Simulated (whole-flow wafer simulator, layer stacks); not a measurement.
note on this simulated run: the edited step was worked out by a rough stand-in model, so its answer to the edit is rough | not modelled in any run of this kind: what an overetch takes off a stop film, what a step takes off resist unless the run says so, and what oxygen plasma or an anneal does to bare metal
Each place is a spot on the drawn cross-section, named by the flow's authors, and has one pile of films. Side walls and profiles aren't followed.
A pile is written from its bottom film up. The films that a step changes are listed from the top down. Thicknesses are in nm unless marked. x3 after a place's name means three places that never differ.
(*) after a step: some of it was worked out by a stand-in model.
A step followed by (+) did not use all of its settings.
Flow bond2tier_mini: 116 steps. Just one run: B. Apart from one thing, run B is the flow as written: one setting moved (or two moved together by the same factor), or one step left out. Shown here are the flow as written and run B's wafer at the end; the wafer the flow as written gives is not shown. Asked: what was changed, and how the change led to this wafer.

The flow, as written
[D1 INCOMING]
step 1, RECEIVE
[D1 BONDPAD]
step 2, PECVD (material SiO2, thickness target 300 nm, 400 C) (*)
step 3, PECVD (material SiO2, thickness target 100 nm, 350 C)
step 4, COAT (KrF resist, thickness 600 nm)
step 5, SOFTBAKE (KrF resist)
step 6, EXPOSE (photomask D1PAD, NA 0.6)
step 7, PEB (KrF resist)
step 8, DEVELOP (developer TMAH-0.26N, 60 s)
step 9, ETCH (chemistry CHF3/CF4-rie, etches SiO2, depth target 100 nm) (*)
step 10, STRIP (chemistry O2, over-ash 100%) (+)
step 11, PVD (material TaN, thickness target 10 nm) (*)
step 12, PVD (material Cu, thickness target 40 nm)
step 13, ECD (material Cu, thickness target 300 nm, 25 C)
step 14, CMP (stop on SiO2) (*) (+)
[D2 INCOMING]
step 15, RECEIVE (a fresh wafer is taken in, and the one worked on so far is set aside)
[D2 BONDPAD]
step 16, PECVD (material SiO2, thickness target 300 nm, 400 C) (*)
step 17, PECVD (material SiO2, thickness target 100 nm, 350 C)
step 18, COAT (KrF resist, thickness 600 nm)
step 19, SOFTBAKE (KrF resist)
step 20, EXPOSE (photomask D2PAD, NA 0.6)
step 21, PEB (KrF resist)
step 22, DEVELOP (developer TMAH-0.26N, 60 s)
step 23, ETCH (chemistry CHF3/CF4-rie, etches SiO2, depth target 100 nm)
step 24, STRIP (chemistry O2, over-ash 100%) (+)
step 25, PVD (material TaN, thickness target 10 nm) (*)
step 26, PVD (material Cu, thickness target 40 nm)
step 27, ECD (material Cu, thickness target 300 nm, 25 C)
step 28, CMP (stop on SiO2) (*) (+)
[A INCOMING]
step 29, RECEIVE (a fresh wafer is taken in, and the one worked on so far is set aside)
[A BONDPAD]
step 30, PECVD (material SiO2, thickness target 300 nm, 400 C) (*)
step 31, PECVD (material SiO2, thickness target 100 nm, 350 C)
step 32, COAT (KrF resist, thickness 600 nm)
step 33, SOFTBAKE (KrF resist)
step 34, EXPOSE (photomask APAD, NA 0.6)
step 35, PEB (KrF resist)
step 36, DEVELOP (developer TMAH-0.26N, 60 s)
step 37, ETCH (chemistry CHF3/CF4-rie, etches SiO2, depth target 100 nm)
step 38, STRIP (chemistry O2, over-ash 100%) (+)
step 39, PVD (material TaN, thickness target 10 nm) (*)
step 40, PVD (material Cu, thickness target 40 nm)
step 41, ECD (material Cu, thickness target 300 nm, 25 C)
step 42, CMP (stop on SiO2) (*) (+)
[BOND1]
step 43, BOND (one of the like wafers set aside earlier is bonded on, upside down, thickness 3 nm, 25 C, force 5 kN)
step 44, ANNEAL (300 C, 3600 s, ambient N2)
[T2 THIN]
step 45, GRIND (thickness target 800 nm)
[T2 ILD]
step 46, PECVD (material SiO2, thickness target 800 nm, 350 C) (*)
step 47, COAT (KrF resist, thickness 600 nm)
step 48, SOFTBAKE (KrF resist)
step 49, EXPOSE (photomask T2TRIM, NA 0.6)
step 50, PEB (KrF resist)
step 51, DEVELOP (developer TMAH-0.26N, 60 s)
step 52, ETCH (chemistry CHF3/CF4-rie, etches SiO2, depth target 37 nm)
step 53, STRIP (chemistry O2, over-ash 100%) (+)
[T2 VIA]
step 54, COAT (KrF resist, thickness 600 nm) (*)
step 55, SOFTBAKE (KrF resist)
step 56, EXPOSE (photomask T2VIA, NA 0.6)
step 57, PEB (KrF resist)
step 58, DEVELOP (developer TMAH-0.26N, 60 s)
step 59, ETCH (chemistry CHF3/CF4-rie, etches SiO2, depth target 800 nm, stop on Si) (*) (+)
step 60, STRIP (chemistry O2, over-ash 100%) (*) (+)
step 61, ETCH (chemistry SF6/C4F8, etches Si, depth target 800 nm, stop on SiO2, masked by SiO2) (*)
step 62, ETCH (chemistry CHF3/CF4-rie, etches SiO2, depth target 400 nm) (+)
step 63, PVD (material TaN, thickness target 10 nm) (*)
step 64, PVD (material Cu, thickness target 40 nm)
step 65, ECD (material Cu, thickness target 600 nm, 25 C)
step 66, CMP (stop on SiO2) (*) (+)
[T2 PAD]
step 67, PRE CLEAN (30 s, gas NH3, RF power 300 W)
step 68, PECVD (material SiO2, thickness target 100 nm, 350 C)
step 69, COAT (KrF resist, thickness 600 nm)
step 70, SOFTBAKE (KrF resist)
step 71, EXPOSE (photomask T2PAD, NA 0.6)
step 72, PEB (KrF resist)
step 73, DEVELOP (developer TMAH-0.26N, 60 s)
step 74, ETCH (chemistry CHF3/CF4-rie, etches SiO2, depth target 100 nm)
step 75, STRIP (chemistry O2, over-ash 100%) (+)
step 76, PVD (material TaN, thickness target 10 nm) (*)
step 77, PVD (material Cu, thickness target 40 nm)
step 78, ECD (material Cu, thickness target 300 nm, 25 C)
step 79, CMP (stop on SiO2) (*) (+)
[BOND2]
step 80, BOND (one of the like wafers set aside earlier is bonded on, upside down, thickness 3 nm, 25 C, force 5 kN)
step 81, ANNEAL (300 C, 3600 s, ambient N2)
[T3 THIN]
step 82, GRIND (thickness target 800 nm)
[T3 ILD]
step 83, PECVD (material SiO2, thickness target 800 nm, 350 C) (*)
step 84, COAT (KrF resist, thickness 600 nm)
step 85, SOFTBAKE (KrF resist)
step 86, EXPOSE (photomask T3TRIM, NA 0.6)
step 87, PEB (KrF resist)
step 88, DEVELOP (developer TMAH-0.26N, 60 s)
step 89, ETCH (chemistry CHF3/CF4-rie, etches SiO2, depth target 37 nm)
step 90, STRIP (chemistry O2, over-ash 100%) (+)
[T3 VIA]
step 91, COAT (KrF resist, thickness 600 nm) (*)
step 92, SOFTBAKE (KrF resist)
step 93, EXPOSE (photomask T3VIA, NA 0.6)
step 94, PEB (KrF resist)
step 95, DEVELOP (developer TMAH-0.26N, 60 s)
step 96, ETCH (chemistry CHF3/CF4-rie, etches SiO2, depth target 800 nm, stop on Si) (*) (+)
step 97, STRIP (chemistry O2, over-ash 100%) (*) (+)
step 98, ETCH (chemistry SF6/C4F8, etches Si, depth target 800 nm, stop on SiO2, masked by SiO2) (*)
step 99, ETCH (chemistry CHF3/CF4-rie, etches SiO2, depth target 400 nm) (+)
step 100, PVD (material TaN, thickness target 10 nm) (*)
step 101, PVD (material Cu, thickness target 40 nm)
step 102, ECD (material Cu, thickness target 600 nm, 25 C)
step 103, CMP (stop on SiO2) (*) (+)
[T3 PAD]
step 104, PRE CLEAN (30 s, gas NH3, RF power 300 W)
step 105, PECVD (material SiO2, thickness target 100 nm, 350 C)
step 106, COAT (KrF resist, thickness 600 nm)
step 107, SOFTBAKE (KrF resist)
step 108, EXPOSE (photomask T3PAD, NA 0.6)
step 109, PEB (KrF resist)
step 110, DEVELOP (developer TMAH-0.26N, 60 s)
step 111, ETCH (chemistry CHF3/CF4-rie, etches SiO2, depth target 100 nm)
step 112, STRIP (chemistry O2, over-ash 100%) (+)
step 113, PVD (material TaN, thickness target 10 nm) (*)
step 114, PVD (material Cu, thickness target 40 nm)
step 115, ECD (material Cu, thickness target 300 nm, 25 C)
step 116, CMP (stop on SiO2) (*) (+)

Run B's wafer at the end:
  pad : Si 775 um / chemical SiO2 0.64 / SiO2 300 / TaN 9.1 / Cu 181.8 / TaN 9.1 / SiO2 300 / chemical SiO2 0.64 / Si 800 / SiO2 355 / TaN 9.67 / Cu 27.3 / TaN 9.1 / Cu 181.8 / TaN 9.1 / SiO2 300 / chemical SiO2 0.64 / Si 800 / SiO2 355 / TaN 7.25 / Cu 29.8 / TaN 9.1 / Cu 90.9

What caused this: step 100, PVD: thickness target 7.5 nm was run, whereas the flow has thickness target 10 nm.

The path from the change to this, step by step:
  step 100, PVD (material TaN, thickness target 10 nm) (*)
      field: +7.5 TaN (new film) (as written it would have been: +10 TaN (new film))
      pad: +7.25 TaN (new film) (as written it would have been: +9.67 TaN (new film))
  step 103, CMP (stop on SiO2) (*) (+)
      field: -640 Cu (all of it), -7.5 TaN (all of it) (as written it would have been: -640 Cu (all of it), -10 TaN (all of it))
